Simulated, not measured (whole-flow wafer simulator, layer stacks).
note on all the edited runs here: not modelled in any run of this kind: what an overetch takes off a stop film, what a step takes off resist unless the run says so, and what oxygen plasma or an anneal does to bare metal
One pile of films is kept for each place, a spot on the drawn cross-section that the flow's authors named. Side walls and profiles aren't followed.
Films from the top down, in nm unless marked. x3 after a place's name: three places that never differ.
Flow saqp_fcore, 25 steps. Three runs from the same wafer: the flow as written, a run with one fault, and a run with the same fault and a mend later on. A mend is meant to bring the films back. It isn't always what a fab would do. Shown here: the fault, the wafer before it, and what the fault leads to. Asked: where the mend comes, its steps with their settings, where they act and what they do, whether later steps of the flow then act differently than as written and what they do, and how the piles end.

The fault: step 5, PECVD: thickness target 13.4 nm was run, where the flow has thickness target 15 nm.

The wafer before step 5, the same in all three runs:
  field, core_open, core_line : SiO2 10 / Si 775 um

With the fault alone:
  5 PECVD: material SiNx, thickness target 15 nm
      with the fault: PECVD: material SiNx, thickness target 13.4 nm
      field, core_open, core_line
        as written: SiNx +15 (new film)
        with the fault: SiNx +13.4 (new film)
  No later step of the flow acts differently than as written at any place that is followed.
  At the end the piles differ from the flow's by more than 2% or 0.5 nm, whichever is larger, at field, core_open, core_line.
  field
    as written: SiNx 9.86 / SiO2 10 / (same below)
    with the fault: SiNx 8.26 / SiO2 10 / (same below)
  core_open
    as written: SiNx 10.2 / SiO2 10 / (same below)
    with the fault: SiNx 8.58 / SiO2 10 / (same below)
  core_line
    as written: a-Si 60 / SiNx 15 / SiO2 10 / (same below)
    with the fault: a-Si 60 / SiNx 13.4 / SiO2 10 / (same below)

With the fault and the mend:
  The mend comes after step 5.
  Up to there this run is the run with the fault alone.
  5a ETCH: chemistry h3po4, depth target 15.41 nm
      field, core_open, core_line
        SiNx -13.4 (all of it)
  5b PECVD: material SiNx, thickness target 15 nm (the flow's step 5 once more)
      field, core_open, core_line
        SiNx +15 (new film)
  No later step of the flow acts differently than as written at any place that is followed.
  At the end the piles are the same as the flow's at every place that both follow.
